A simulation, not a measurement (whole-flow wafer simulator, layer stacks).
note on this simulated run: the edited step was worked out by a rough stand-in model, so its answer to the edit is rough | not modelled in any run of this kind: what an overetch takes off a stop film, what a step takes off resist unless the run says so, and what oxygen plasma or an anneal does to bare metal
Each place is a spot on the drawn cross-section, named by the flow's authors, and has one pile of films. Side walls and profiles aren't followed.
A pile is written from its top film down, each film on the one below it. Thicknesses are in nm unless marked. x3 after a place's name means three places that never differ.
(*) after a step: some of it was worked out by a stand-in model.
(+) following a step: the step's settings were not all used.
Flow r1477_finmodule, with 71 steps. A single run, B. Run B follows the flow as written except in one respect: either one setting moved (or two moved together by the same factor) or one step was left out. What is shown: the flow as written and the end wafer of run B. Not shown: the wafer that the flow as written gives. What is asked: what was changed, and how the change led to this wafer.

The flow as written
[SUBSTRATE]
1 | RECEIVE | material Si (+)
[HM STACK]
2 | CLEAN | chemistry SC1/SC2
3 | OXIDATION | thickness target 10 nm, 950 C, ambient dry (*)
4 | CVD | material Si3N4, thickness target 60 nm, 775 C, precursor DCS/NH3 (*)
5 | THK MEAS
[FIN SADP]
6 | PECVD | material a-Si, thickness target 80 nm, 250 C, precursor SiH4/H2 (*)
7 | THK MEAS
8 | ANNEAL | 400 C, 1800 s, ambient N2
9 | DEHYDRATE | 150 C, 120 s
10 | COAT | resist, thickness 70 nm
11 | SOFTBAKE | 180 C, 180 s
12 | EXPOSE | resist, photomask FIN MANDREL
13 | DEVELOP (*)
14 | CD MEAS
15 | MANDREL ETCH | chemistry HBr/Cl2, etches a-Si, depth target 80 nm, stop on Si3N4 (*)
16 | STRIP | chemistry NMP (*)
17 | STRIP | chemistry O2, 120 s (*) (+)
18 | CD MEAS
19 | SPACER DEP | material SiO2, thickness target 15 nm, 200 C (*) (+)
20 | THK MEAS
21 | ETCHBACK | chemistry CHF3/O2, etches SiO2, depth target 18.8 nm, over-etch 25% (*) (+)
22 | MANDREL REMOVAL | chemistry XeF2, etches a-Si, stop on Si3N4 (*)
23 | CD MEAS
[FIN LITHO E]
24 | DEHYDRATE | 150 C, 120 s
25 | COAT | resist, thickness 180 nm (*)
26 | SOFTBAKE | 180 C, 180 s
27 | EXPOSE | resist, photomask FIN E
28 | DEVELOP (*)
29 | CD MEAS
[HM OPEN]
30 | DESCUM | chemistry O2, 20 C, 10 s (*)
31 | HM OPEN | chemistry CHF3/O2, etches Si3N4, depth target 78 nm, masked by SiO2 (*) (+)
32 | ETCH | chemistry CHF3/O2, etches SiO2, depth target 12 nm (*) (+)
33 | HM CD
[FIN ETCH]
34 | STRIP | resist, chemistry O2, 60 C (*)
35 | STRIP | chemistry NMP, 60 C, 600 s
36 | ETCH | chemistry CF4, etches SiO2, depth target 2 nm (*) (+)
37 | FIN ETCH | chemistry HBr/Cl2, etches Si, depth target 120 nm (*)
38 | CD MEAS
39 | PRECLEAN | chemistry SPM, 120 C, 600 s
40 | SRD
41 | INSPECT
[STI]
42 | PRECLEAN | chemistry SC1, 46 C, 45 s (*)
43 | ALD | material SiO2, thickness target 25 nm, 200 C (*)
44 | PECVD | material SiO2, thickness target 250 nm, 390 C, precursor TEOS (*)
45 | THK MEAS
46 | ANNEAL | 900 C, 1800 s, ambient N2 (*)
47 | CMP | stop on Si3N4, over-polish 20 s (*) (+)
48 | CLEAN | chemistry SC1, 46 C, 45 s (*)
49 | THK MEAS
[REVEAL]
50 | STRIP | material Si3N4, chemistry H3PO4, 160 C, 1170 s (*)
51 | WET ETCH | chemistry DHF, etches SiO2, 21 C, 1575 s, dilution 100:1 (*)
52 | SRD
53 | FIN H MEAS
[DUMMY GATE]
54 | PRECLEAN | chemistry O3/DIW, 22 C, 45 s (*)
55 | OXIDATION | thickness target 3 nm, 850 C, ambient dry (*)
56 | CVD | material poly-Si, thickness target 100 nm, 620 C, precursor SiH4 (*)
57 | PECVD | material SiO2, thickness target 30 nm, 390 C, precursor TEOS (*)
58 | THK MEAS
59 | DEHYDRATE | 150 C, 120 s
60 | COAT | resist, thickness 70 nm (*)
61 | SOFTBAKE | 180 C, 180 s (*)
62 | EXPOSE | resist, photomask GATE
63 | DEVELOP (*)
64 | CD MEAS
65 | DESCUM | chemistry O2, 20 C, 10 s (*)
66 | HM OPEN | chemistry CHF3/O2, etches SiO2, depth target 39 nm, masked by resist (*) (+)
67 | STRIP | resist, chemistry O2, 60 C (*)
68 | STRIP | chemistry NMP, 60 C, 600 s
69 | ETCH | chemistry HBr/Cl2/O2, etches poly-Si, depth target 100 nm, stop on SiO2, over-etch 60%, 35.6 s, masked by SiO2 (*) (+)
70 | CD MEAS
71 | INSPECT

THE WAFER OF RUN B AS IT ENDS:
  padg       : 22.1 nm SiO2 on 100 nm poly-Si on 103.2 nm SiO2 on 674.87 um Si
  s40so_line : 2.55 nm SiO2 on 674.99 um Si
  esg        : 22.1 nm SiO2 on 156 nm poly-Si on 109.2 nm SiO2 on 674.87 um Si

The reason: step 57, PECVD: thickness target 27.4 nm was run, though the flow has thickness target 30 nm.

The path from the change to this, step by step:
  57 | PECVD | material SiO2, thickness target 30 nm, 390 C, precursor TEOS (*)
      pad, padg, elg and 33 more: SiO2 gains 27.4 (new film) (in the flow as written it would be: SiO2 gains 30 (new film))
  66 | HM OPEN | chemistry CHF3/O2, etches SiO2, depth target 39 nm, masked by resist (*) (+)
      pad, elo, eso and 15 more: SiO2 loses 27.4 (all of it), poly-Si loses 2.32 (in the flow as written it would be: SiO2 loses 30 (all of it), poly-Si loses 1.8)
